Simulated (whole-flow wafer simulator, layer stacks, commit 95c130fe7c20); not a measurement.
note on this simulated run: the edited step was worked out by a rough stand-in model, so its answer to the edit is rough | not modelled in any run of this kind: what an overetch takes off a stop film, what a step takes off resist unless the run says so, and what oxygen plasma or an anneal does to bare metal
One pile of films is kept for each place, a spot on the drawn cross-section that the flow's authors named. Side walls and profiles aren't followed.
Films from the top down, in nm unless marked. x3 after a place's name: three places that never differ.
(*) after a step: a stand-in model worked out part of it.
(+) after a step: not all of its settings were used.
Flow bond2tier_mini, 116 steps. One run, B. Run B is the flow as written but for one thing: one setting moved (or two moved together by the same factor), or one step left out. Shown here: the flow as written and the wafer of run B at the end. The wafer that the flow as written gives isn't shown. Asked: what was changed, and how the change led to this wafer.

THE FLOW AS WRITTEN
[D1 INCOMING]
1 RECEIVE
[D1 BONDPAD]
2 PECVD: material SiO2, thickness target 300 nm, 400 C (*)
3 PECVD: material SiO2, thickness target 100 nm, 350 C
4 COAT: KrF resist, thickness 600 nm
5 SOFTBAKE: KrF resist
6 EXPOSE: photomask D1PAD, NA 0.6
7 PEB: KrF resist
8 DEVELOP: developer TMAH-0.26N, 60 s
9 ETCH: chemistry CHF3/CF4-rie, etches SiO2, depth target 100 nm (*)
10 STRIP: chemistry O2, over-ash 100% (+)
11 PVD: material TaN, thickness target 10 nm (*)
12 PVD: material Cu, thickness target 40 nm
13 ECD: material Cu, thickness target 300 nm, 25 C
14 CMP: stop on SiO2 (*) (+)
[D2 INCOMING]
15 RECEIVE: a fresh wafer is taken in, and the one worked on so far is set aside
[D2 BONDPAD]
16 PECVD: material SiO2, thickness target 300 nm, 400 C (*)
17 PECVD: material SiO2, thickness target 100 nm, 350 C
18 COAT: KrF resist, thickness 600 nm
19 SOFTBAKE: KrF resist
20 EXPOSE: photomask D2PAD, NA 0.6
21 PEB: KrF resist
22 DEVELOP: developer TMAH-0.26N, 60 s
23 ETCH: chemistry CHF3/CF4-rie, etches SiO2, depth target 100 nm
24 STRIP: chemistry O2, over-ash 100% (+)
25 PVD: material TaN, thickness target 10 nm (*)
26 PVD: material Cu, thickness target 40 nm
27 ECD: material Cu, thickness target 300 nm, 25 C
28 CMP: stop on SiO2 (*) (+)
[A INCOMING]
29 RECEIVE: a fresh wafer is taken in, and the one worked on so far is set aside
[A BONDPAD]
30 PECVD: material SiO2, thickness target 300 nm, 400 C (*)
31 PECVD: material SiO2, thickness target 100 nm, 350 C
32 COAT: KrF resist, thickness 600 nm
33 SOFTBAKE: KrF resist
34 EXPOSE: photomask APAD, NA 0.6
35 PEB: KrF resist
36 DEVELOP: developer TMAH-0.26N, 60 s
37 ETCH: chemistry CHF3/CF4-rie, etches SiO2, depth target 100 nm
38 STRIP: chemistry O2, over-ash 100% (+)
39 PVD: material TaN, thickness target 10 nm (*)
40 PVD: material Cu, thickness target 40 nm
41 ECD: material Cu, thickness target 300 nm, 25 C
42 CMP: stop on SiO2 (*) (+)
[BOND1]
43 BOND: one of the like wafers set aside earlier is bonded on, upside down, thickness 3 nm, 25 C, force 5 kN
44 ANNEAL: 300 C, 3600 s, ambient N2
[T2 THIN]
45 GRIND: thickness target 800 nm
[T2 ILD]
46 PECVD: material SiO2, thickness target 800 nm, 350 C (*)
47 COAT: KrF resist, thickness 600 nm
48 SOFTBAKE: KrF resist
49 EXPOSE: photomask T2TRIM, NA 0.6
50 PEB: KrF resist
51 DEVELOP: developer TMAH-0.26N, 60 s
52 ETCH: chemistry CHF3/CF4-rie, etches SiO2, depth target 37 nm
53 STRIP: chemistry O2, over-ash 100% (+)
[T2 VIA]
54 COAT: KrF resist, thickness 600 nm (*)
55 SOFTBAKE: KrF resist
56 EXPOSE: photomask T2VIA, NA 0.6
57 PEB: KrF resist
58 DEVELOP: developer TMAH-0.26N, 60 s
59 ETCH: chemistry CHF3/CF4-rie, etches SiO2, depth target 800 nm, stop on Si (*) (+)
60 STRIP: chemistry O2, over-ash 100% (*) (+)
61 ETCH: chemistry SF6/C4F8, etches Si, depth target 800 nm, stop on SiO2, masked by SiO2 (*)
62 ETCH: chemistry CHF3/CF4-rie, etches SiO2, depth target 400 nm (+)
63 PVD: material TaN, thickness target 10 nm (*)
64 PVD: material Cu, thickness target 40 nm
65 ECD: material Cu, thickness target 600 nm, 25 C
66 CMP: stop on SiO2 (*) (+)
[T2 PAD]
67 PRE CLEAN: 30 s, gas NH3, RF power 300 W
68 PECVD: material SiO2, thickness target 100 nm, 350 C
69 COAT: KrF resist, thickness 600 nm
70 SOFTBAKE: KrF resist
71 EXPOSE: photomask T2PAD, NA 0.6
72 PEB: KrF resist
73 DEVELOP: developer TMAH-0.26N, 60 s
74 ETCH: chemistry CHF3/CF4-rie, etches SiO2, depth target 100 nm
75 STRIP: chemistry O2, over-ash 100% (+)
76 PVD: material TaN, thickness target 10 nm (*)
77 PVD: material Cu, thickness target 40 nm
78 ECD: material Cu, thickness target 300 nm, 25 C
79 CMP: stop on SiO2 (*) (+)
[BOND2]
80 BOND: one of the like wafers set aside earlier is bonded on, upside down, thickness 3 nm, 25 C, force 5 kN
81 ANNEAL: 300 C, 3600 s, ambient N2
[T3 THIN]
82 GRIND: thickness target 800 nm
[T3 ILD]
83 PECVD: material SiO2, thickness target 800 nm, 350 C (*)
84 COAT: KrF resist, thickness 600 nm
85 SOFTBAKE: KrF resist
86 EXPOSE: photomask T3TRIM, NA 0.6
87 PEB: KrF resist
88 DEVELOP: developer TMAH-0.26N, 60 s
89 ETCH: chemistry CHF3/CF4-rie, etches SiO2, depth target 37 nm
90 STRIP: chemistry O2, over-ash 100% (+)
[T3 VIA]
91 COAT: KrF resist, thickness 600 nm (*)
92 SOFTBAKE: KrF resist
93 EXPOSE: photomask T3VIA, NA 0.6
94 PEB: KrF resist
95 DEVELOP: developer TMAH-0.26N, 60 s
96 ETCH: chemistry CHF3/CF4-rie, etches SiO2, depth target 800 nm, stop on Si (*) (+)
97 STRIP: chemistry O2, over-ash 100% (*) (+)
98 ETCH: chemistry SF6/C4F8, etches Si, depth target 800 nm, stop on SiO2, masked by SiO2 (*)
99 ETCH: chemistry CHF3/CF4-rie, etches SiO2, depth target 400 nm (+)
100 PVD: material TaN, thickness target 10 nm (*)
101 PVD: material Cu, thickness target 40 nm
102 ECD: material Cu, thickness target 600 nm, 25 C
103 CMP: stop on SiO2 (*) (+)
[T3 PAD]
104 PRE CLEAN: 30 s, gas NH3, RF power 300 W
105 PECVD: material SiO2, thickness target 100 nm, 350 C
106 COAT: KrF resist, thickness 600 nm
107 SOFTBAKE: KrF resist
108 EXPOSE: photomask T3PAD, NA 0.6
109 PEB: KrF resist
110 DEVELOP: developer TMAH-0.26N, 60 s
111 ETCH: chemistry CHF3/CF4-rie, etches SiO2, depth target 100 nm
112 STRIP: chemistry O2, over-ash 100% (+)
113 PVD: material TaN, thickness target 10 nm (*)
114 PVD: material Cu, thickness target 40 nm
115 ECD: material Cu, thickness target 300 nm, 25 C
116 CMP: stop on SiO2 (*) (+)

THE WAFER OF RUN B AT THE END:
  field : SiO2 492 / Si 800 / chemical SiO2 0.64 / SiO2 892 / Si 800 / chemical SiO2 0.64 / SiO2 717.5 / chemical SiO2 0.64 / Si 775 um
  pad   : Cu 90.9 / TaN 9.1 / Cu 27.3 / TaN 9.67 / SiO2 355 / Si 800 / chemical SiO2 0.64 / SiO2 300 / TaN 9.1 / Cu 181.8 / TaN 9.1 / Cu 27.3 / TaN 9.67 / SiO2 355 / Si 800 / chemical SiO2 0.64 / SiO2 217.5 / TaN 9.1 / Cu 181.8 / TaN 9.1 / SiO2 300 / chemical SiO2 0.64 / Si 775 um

The cause: step 2, PECVD: thickness target 217.5 nm was run, where the flow has thickness target 300 nm.
It can be read off the wafer: pad has SiO2 217.5, and step 2 as written asks for 300 nm.

How the change led to this, step by step:
  2 PECVD: material SiO2, thickness target 300 nm, 400 C (*)
      field, pad, via: SiO2 +217.5 (new film) (as written it would be: SiO2 +300 (new film))
  43 BOND: one of the like wafers set aside earlier is bonded on, upside down, thickness 3 nm, 25 C, force 5 kN
      field: Si +775 um (new film), chemical SiO2 +0.64 (new film), SiO2 +317.5 (as written it would be: Si +775 um (new film), chemical SiO2 +0.64 (new film), SiO2 +400)
      pad: Si +775 um (new film), chemical SiO2 +0.64 (new film), SiO2 +217.5 (new film), TaN +9.1 (new film), Cu +90.9 (as written it would be: Si +775 um (new film), chemical SiO2 +0.64 (new film), SiO2 +300 (new film), TaN +9.1 (new film), Cu +90.9)
      (and at 1 more place)
